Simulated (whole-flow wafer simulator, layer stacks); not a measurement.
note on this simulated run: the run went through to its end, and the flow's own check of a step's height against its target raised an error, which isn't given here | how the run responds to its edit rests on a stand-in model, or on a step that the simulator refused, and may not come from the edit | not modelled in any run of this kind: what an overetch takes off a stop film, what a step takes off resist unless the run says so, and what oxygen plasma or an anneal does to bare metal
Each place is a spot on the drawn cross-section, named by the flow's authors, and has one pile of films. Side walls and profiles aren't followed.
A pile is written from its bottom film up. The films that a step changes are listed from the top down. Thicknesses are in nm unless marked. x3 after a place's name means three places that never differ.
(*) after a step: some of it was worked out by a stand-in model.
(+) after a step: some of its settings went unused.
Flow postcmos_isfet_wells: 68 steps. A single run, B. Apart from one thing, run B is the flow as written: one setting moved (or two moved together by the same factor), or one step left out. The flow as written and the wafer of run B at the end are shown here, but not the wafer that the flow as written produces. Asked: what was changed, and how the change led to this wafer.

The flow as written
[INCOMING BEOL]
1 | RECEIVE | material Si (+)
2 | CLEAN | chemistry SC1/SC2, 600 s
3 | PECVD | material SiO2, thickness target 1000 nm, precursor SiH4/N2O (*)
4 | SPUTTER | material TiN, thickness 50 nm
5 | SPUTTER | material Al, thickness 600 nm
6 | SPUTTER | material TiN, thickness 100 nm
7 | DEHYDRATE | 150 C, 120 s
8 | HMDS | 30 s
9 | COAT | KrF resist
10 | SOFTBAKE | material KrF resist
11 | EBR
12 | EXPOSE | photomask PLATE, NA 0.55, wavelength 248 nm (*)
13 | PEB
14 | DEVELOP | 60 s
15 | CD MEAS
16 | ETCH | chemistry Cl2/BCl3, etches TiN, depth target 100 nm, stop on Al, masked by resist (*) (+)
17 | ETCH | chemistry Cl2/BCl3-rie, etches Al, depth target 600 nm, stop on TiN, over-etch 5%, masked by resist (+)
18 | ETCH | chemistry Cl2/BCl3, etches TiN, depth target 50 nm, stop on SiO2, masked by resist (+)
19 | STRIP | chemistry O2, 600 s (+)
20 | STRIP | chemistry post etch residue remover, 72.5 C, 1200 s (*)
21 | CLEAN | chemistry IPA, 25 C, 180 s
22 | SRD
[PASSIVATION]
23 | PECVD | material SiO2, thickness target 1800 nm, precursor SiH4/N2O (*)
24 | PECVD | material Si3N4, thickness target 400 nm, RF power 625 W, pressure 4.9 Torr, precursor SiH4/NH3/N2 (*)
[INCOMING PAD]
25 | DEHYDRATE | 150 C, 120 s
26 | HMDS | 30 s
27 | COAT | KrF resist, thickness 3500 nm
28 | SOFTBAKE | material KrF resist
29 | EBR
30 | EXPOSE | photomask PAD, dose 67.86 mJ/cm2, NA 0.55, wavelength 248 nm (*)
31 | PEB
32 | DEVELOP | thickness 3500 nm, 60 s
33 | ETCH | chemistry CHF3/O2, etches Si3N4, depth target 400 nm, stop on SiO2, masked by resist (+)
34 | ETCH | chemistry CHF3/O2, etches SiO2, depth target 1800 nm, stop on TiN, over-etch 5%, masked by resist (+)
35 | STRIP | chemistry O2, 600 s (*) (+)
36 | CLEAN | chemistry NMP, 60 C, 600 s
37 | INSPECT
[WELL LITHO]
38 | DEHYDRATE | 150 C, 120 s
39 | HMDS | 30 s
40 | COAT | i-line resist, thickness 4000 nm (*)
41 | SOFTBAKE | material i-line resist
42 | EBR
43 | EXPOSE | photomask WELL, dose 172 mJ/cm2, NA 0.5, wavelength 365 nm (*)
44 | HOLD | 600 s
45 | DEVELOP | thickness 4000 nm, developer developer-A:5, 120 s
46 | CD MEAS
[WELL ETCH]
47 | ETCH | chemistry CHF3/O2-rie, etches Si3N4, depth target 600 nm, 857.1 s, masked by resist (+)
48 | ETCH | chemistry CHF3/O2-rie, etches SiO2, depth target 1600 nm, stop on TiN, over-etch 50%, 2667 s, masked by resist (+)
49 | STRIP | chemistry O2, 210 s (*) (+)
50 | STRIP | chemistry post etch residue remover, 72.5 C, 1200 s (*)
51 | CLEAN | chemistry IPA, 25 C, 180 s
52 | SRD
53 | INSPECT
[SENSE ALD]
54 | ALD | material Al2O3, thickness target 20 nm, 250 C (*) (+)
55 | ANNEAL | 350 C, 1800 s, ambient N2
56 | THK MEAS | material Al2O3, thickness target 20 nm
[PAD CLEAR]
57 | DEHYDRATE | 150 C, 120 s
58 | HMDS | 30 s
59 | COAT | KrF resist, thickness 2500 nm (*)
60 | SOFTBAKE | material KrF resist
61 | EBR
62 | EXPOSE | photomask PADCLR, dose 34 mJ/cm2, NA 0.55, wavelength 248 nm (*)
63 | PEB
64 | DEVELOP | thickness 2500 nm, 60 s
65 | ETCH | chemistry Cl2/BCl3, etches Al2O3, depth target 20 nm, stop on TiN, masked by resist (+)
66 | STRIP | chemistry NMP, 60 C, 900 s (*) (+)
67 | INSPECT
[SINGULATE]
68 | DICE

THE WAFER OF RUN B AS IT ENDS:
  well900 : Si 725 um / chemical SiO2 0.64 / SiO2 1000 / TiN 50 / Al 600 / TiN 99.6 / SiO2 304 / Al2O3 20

The reason: step 48, ETCH: depth target 864 nm was run, whereas the flow has depth target 1600 nm; step 48, ETCH: 1440 s was run, where the flow has 2667 s.

The path from the change to this, step by step:
  48 | ETCH | chemistry CHF3/O2-rie, etches SiO2, depth target 1600 nm, stop on TiN, over-etch 50%, 2667 s, masked by resist (+)
      well900, well1300 x3: SiO2 loses 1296 (it would be, as written: SiO2 loses 1600 (all of it))
      field, margin, pad_rim, pad_clr, pad_open: i-line resist loses 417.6 (it would be, as written: i-line resist loses 773.3)
  49 | STRIP | chemistry O2, 210 s (*) (+)
      field, margin, pad_rim: i-line resist loses 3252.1 (all of it) (it would be, as written: i-line resist loses 2896.3 (all of it))
      pad_clr: i-line resist loses 2352.2 (all of it) (it would be, as written: i-line resist loses 1996.5 (all of it))
      (as well as at 1 more place)
  59 | COAT | KrF resist, thickness 2500 nm (*)
      field: KrF resist gains 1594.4 (new film) (it would be, as written: KrF resist gains 1449 (new film))
      margin: KrF resist gains 1594.3 (new film) (it would be, as written: KrF resist gains 1448.9 (new film))
  63 | PEB
      field, margin: KrF resist loses 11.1 (it would be, as written: KrF resist loses 10.1)
  66 | STRIP | chemistry NMP, 60 C, 900 s (*) (+)
      field, margin: KrF resist loses 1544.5 (all of it) (it would be, as written: KrF resist loses 1400.1 (all of it))
